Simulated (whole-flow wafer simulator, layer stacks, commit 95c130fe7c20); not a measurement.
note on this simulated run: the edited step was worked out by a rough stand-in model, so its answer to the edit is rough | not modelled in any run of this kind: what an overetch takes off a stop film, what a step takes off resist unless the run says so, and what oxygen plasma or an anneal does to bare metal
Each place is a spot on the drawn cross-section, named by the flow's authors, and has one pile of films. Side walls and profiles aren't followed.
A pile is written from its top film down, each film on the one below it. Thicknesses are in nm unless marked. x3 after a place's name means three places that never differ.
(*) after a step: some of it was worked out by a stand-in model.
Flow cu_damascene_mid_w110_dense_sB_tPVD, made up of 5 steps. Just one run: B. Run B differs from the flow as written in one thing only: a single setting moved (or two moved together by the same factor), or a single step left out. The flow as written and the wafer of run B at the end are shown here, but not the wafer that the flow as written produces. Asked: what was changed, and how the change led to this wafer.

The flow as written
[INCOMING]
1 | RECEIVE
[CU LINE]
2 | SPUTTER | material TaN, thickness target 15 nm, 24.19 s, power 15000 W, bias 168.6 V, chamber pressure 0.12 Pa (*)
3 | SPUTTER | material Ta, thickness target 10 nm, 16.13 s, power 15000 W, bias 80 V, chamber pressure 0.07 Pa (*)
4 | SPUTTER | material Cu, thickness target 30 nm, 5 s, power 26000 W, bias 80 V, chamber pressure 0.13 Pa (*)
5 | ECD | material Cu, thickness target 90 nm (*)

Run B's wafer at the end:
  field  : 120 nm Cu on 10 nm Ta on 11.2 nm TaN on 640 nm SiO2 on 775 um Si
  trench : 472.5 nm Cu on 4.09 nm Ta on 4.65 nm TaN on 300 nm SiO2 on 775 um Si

What caused this: step 2, SPUTTER: thickness target 11.2 nm was run, while the flow as written has thickness target 15 nm; step 2, SPUTTER: 18.14 s was run, where the flow has 24.19 s.
The wafer lets one read it off: field has TaN 11.2, and step 2 as written asks for 15 nm.

Step by step, how the change led to this:
  2 | SPUTTER | material TaN, thickness target 15 nm, 24.19 s, power 15000 W, bias 168.6 V, chamber pressure 0.12 Pa (*)
      field: TaN gains 11.2 (new film) (as written it would have been: TaN gains 15 (new film))
      trench: TaN gains 4.65 (new film) (as written it would have been: TaN gains 6.23 (new film))
